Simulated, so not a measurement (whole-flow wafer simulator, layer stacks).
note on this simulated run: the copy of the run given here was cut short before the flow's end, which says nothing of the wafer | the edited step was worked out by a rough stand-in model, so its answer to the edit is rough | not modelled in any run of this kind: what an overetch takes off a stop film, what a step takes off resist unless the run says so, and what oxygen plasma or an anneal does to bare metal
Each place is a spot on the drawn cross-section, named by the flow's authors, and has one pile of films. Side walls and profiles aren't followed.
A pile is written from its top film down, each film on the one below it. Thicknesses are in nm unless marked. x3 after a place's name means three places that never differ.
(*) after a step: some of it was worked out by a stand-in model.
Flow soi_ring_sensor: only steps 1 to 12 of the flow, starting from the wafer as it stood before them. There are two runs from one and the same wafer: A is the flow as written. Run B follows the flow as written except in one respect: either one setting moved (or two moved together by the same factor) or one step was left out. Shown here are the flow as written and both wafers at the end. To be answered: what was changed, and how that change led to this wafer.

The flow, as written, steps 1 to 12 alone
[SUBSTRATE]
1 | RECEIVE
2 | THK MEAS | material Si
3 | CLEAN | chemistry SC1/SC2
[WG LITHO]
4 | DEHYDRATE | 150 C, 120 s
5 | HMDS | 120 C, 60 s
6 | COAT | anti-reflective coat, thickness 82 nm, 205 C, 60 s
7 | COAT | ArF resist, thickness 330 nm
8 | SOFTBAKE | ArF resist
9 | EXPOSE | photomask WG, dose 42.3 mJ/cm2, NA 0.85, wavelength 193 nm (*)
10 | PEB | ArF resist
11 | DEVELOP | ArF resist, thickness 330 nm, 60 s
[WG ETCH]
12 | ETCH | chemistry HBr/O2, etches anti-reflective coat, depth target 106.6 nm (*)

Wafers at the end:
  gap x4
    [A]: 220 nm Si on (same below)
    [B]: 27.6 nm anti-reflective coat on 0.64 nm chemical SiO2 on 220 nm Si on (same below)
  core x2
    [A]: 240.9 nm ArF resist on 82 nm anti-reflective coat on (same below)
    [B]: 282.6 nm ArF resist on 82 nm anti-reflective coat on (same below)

The reason: step 12, ETCH: depth target 54.4 nm was run, though the flow has depth target 106.6 nm.

Step by step, how the change led to this:
  12 | ETCH | chemistry HBr/O2, etches anti-reflective coat, depth target 106.6 nm (*)
      gap x4: A anti-reflective coat loses 82 (all of it), chemical SiO2 loses 0.64 (all of it) | B anti-reflective coat loses 54.4
      core x2: A ArF resist loses 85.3 | B ArF resist loses 43.5
